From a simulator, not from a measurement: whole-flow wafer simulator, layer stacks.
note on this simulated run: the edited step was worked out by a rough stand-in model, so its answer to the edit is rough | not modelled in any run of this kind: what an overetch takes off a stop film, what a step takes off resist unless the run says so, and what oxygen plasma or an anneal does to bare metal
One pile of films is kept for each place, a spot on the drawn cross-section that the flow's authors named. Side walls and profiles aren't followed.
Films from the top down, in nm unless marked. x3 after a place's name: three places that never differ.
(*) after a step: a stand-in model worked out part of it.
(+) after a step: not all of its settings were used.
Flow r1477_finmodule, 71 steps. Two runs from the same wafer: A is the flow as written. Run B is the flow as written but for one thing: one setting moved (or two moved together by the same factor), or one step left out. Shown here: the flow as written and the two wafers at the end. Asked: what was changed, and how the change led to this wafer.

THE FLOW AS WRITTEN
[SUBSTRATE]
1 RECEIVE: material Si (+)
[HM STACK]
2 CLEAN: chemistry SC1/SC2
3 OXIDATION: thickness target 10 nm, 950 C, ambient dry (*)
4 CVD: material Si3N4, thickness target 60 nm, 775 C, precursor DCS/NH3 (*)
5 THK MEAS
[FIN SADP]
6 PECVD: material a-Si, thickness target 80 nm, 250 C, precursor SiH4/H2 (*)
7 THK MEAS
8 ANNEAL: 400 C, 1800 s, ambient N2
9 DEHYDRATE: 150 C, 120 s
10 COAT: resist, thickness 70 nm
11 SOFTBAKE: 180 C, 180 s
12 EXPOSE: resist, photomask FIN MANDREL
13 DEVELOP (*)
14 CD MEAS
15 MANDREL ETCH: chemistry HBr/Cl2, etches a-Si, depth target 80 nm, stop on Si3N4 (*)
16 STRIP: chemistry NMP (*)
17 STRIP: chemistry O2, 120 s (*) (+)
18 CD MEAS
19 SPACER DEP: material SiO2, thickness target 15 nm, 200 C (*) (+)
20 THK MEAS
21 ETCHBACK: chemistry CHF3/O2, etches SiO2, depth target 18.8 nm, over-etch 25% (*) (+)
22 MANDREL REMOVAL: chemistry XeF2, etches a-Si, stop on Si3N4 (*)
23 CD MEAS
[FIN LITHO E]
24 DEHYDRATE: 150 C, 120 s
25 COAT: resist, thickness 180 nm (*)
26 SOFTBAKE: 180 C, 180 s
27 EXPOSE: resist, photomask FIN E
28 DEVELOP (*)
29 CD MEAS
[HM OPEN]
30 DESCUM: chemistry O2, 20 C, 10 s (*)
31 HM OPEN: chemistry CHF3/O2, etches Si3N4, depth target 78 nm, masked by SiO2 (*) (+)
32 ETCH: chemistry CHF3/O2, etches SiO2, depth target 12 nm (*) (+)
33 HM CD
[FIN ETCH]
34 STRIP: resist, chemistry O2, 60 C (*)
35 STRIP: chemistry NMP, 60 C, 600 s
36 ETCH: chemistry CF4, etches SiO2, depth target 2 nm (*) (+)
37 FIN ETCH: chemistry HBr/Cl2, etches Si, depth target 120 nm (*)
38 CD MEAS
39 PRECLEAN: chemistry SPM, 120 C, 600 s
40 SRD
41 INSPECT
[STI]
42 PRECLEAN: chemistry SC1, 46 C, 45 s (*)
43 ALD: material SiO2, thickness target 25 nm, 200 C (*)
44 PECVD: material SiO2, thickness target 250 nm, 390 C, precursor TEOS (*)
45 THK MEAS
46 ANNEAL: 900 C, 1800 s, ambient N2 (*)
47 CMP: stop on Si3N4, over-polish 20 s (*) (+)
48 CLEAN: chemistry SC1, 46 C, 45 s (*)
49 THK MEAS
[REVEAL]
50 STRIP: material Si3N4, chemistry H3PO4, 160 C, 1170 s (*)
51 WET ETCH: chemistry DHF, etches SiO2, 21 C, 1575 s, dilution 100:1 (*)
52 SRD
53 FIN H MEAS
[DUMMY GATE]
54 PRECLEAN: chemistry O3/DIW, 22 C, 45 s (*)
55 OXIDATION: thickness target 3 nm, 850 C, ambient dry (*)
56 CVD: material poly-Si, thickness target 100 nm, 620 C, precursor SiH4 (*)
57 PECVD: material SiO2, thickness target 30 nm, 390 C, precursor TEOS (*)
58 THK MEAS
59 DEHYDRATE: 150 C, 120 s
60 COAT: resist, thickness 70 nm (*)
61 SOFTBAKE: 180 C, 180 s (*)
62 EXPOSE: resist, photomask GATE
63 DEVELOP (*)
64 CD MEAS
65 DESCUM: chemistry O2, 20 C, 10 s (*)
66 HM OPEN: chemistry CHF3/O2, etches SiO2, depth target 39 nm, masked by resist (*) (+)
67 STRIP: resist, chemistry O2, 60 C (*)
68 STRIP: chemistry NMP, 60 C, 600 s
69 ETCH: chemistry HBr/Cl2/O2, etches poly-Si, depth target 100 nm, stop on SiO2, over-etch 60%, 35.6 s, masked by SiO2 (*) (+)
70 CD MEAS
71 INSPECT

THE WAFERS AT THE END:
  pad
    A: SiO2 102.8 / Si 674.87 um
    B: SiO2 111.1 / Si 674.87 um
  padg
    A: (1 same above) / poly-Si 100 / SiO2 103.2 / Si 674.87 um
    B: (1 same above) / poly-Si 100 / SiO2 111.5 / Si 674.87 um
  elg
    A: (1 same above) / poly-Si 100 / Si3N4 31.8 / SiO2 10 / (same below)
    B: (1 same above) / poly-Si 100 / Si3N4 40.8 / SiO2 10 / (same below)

The cause: step 4, CVD: thickness target 69 nm was run, where the flow has thickness target 60 nm.

How the change led to this, step by step:
  4 CVD: material Si3N4, thickness target 60 nm, 775 C, precursor DCS/NH3 (*)
      pad, padg, elg and 33 more: A Si3N4 +60 (new film) | B Si3N4 +69 (new film)
  31 HM OPEN: chemistry CHF3/O2, etches Si3N4, depth target 78 nm, masked by SiO2 (*) (+)
      pad, padg, esg and 13 more: A Si3N4 -56.4 (all of it), SiO2 -10 (all of it) | B Si3N4 -65.4 (all of it), SiO2 -6.31
      s40cg, s45cg, s50cg, s40co, s45co, s50co: A Si3N4 -60 (all of it), SiO2 -9 | B Si3N4 -69 (all of it), SiO2 -4.5
  32 ETCH: chemistry CHF3/O2, etches SiO2, depth target 12 nm (*) (+)
      pad, padg, e40sg and 11 more: A Si -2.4 | B SiO2 -3.69 (all of it), Si -1.66
      esg, eso: A Si -1.77 | B SiO2 -3.69 (all of it), Si -1.66
      (and at 6 more places)
  43 ALD: material SiO2, thickness target 25 nm, 200 C (*)
      s40cg, s45cg, s50cg, s40co, s45co, s50co: A SiO2 +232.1 (new film) | B SiO2 +240.2 (new film)
      esg: A SiO2 +194.3 (new film) | B SiO2 +203.1 (new film)
  47 CMP: stop on Si3N4, over-polish 20 s (*) (+)
      pad, padg, e40sg and 11 more: A SiO2 -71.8 | B SiO2 -63.5
      eso: A SiO2 -72.4 | B SiO2 -63.5
  50 STRIP: material Si3N4, chemistry H3PO4, 160 C, 1170 s (*)
      s40sg_line, s45sg_line, s50sg_line, s40so_line, s45so_line, s50so_line: A Si3N4 -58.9 (all of it), SiO2 -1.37 | B Si3N4 -67.9 (all of it), SiO2 -1.09
  56 CVD: material poly-Si, thickness target 100 nm, 620 C, precursor SiH4 (*)
      s40cg, s40co: A poly-Si +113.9 (new film) | B poly-Si +104.9 (new film)
      s45cg, s45co: A poly-Si +113.4 (new film) | B poly-Si +104.4 (new film)
      (and at 2 more places)
  60 COAT: resist, thickness 70 nm (*)
      s40sg, s40so: A resist +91 (new film) | B resist +82.4 (new film)
      s45sg, s45so: A resist +91 (new film) | B resist +82.3 (new film)
      (and at 2 more places)
  63 DEVELOP (*)
      s40so: A resist -91 (all of it) | B resist -82.4 (all of it)
      s45so: A resist -91 (all of it) | B resist -82.3 (all of it)
      (and at 1 more place)
  67 STRIP: resist, chemistry O2, 60 C (*)
      s40sg: A resist -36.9 (all of it) | B resist -28.3 (all of it)
      s45sg: A resist -36.9 (all of it) | B resist -28.2 (all of it)
      (and at 1 more place)
  69 ETCH: chemistry HBr/Cl2/O2, etches poly-Si, depth target 100 nm, stop on SiO2, over-etch 60%, 35.6 s, masked by SiO2 (*) (+)
      s40co: A chemical SiO2 -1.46 (all of it), poly-Si -111.5 (all of it), SiO2 -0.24 | B chemical SiO2 -1.46 (all of it), poly-Si -102.5 (all of it), SiO2 -0.29
      s45co: A chemical SiO2 -1.46 (all of it), poly-Si -110.9 (all of it), SiO2 -0.25 | B chemical SiO2 -1.46 (all of it), poly-Si -101.9 (all of it), SiO2 -0.29
      (and at 1 more place)
